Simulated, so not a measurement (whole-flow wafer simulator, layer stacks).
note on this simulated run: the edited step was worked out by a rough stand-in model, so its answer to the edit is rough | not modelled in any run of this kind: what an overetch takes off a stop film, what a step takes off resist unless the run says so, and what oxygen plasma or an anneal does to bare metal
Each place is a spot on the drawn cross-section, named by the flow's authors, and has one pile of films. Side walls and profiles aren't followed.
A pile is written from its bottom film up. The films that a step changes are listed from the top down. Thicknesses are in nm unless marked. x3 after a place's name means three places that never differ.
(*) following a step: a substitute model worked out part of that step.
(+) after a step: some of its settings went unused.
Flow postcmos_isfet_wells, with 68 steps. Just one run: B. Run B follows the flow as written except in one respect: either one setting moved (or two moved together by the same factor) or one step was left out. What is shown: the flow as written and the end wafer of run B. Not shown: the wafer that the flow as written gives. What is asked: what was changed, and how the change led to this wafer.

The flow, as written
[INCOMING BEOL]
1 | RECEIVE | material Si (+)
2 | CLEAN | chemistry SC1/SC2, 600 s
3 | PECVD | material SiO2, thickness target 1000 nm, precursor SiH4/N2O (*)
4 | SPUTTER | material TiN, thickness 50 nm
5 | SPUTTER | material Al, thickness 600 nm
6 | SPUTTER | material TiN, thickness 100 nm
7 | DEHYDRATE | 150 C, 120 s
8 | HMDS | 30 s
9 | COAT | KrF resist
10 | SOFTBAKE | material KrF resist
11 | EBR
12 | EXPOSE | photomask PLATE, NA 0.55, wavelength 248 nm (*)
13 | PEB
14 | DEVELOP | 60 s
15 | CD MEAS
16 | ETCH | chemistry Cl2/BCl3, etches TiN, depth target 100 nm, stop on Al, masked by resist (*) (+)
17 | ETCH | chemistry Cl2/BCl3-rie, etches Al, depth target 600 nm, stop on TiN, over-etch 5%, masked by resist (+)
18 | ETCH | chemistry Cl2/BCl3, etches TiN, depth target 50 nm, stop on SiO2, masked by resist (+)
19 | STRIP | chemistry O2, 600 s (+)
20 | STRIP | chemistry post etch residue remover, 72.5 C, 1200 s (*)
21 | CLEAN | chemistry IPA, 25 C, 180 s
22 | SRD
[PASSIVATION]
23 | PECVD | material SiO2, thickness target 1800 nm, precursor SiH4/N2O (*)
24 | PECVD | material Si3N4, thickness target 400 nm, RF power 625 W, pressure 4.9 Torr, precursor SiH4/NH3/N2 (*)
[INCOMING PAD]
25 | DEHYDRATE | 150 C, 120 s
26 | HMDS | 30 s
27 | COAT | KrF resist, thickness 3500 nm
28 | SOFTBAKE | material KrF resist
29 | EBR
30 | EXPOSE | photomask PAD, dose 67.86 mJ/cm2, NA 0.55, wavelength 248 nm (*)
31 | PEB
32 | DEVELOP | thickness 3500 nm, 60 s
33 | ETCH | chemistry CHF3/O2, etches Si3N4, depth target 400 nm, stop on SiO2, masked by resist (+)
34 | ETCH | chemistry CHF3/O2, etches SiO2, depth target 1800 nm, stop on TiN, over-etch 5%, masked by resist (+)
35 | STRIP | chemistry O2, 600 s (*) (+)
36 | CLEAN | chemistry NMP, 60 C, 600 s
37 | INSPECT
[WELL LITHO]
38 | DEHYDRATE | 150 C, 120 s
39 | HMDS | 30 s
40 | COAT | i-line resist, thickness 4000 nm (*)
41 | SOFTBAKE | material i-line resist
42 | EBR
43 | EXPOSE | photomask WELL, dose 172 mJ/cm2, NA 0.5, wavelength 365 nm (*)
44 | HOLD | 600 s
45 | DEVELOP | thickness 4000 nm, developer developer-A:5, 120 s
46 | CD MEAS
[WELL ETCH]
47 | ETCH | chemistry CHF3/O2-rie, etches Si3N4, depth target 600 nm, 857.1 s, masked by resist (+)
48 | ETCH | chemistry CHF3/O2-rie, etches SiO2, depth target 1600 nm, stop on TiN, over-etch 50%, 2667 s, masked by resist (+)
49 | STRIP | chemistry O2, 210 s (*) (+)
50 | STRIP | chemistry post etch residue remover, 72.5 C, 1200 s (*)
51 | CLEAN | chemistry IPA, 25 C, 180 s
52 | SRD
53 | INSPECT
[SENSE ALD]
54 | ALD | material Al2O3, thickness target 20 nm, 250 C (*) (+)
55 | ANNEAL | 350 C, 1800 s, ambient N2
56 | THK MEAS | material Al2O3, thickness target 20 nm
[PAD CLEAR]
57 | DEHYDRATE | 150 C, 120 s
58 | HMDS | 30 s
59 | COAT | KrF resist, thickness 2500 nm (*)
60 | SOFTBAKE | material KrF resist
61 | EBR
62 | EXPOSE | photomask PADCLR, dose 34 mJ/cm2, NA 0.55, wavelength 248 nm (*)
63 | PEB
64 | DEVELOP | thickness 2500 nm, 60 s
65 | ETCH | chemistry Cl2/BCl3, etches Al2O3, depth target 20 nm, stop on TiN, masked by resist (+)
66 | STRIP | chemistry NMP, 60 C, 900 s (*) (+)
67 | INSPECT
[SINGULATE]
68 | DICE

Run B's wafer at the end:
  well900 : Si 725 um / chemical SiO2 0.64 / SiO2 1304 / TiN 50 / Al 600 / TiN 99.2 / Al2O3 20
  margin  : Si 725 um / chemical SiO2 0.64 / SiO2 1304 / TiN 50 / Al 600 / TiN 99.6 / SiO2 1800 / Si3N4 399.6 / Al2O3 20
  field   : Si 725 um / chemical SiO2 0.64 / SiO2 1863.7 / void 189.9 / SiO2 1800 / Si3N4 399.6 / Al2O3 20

What caused this: step 3, PECVD: thickness target 1304 nm was run, though the flow has thickness target 1000 nm.
One can read it off the wafer: well900 has SiO2 1304, and step 3 as written asks for 1000 nm.

The path from the change to this, step by step:
  3 | PECVD | material SiO2, thickness target 1000 nm, precursor SiH4/N2O (*)
      field, margin, well900, well1300 x3, pad_rim, pad_clr, pad_open: +1304 SiO2 (new film) (it would be, as written: +1000 SiO2 (new film))
